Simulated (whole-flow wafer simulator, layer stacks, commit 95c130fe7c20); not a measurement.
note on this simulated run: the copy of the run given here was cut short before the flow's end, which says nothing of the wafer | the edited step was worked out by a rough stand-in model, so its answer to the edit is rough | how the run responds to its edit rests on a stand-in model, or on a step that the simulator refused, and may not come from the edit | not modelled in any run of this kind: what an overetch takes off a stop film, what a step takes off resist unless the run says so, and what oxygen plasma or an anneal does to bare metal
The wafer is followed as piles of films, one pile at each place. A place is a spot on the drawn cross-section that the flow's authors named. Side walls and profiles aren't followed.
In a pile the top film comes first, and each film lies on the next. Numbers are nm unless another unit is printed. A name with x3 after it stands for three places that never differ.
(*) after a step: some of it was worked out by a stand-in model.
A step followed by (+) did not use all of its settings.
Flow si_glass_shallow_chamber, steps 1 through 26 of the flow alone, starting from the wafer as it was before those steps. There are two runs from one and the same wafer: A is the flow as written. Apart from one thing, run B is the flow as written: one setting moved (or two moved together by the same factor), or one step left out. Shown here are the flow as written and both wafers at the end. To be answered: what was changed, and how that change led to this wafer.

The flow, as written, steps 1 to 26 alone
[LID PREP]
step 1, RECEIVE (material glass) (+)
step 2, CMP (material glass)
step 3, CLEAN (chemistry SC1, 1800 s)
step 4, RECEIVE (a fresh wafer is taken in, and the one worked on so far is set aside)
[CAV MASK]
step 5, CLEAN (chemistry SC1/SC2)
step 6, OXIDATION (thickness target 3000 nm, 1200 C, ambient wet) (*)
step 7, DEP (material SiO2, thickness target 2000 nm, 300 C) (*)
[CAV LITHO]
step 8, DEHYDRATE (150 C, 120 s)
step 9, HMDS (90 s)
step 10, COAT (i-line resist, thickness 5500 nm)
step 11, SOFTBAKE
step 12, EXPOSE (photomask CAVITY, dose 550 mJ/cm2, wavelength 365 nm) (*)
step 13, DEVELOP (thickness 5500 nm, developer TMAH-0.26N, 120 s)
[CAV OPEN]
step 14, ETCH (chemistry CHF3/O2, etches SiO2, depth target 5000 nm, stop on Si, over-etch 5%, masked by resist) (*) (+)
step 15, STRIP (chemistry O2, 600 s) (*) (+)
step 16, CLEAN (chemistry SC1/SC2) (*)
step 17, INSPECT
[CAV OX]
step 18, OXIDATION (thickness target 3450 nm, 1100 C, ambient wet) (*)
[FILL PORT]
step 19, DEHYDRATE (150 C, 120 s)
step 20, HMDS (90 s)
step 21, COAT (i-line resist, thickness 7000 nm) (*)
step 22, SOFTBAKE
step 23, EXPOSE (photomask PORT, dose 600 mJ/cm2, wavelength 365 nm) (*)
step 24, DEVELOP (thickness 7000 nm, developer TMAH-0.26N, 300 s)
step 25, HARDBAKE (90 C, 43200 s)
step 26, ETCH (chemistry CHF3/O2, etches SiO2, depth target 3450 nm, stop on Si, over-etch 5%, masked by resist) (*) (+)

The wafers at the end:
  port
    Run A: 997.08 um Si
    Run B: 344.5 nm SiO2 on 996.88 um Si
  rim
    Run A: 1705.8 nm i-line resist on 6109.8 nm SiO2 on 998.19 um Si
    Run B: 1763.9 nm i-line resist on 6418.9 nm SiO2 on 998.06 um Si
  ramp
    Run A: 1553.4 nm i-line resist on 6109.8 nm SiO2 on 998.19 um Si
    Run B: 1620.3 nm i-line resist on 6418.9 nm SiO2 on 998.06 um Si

The reason: step 18, OXIDATION: thickness target 3967 nm was run, whereas the flow has thickness target 3450 nm.

The path from the change to this, step by step:
  step 18, OXIDATION (thickness target 3450 nm, 1100 C, ambient wet) (*)
      rim, ramp, septum, ring: A +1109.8 SiO2, -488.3 Si | B +1418.9 SiO2, -624.3 Si
      cav, port: A +3450 SiO2 (new film), -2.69 chemical SiO2 (all of it), -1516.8 Si | B +3967 SiO2 (new film), -2.69 chemical SiO2 (all of it), -1744.3 Si
  step 22, SOFTBAKE
      rim: A -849 i-line resist | B -828.9 i-line resist
      ramp: A -434.5 i-line resist | B -420.6 i-line resist
      (and at 1 other place as well)
  step 25, HARDBAKE (90 C, 43200 s)
      rim: A -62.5 i-line resist | B -64.6 i-line resist
      ramp: A -57.1 i-line resist | B -59.4 i-line resist
  step 26, ETCH (chemistry CHF3/O2, etches SiO2, depth target 3450 nm, stop on Si, over-etch 5%, masked by resist) (*) (+)
      port: A -3450 SiO2 (all of it), -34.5 Si | B -3622.5 SiO2
